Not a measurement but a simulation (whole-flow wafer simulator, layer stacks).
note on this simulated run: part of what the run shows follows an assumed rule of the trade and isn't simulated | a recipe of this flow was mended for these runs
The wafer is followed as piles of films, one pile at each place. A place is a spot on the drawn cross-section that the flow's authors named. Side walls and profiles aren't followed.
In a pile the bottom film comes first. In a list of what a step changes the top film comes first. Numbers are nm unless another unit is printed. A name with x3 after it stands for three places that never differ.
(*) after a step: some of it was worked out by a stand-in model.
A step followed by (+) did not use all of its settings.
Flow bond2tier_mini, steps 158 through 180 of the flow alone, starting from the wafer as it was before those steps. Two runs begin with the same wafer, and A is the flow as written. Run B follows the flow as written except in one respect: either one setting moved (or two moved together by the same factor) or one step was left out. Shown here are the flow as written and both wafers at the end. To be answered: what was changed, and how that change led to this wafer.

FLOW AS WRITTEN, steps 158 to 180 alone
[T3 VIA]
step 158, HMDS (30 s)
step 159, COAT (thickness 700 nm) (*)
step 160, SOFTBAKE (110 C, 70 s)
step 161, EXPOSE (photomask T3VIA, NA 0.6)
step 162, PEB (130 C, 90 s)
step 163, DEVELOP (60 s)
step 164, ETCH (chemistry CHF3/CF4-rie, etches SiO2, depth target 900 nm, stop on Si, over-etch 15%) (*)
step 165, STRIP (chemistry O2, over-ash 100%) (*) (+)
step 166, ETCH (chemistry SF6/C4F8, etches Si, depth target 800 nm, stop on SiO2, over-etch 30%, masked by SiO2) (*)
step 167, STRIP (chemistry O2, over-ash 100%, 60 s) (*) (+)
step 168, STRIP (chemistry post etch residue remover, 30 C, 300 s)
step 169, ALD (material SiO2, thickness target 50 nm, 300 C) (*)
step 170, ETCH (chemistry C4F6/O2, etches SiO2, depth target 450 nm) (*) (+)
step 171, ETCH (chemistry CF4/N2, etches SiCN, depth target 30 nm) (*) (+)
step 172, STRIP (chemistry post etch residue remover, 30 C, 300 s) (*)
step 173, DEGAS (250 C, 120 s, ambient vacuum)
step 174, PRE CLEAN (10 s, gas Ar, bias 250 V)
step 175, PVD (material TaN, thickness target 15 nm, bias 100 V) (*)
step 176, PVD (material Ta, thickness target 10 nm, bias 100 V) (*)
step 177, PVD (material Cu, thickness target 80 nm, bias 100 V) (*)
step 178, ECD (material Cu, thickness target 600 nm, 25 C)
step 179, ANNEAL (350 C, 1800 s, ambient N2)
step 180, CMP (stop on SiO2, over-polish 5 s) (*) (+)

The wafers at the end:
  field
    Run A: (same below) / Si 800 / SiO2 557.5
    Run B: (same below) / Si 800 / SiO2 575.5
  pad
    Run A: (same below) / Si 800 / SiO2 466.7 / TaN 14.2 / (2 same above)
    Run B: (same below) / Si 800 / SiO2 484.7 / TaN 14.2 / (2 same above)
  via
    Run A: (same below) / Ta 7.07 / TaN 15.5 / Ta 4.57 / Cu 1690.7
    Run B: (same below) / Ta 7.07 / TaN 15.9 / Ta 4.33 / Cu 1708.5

What caused this: step 169, ALD: thickness target 68 nm was run, though the flow has thickness target 50 nm.

How this came from the change, step by step:
  step 169, ALD (material SiO2, thickness target 50 nm, 300 C) (*)
      field, pad, via: A +50 SiO2 | B +68 SiO2
  step 170, ETCH (chemistry C4F6/O2, etches SiO2, depth target 450 nm) (*) (+)
      via: A -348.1 SiO2 (all of it), -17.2 SiCN | B -366.1 SiO2 (all of it), -14.1 SiCN
  step 171, ETCH (chemistry CF4/N2, etches SiCN, depth target 30 nm) (*) (+)
      via: A -17.6 SiCN (all of it), -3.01 TaN | B -20.7 SiCN (all of it), -2.27 TaN
  step 177, PVD (material Cu, thickness target 80 nm, bias 100 V) (*)
      via: A +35 Cu (new film) | B +33 Cu (new film)
